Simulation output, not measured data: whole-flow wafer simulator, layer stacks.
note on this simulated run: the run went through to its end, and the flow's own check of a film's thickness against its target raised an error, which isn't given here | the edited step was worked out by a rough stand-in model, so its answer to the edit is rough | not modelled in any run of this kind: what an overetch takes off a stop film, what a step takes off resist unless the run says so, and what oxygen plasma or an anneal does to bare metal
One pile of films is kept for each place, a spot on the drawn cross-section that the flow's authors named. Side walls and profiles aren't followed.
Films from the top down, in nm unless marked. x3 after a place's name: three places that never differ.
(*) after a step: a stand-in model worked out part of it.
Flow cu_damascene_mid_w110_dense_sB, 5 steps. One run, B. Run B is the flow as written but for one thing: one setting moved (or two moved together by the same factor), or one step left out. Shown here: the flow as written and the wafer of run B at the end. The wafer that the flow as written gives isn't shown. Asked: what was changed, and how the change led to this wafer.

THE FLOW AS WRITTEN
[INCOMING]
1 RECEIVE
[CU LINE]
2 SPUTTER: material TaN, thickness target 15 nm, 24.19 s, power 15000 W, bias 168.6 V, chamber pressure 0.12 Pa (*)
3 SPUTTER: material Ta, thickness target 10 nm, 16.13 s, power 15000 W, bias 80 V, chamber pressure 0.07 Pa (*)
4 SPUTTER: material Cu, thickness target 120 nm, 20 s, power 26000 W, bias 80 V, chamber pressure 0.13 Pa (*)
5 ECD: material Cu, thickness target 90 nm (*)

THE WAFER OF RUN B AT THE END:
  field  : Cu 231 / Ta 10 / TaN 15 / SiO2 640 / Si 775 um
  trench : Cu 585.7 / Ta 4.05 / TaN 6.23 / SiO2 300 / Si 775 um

The cause: step 4, SPUTTER: thickness target 141 nm was run, where the flow has thickness target 120 nm; step 4, SPUTTER: 23.5 s was run, where the flow has 20 s.

How the change led to this, step by step:
  4 SPUTTER: material Cu, thickness target 120 nm, 20 s, power 26000 W, bias 80 V, chamber pressure 0.13 Pa (*)
      field: Cu +141 (new film) (as written it would be: Cu +120 (new film))
      trench: Cu +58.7 (new film) (as written it would be: Cu +49.9 (new film))
  5 ECD: material Cu, thickness target 90 nm (*)
      trench: Cu +527.1 (as written it would be: Cu +514.8)
